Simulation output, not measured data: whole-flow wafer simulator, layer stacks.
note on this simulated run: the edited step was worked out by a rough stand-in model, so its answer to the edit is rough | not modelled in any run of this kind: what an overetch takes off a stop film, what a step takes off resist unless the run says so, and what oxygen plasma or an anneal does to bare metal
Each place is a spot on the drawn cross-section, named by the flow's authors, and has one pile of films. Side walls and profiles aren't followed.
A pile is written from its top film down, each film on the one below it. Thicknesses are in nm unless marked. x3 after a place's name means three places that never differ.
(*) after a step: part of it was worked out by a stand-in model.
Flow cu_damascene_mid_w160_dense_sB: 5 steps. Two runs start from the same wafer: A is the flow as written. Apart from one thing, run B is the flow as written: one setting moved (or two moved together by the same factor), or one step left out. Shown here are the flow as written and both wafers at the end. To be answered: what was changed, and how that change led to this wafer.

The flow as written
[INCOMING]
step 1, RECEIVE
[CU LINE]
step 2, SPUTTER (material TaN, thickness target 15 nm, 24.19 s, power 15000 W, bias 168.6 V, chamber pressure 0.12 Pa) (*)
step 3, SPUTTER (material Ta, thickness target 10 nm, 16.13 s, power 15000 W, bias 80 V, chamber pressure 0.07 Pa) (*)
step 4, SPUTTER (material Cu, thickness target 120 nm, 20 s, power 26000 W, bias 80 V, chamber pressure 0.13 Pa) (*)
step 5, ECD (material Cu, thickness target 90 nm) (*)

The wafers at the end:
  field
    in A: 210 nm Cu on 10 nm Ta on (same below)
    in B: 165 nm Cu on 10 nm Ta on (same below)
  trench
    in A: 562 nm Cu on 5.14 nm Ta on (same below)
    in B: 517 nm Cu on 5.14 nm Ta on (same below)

What caused this: step 4, SPUTTER: thickness target 75 nm was run, whereas the flow has thickness target 120 nm; step 4, SPUTTER: 12.5 s was run, where the flow has 20 s.

How this came from the change, step by step:
  step 4, SPUTTER (material Cu, thickness target 120 nm, 20 s, power 26000 W, bias 80 V, chamber pressure 0.13 Pa) (*)
      field: A Cu gains 120 (new film) | B Cu gains 75 (new film)
      trench: A Cu gains 62 (new film) | B Cu gains 38.8 (new film)
  step 5, ECD (material Cu, thickness target 90 nm) (*)
      trench: A Cu gains 500 | B Cu gains 478.3
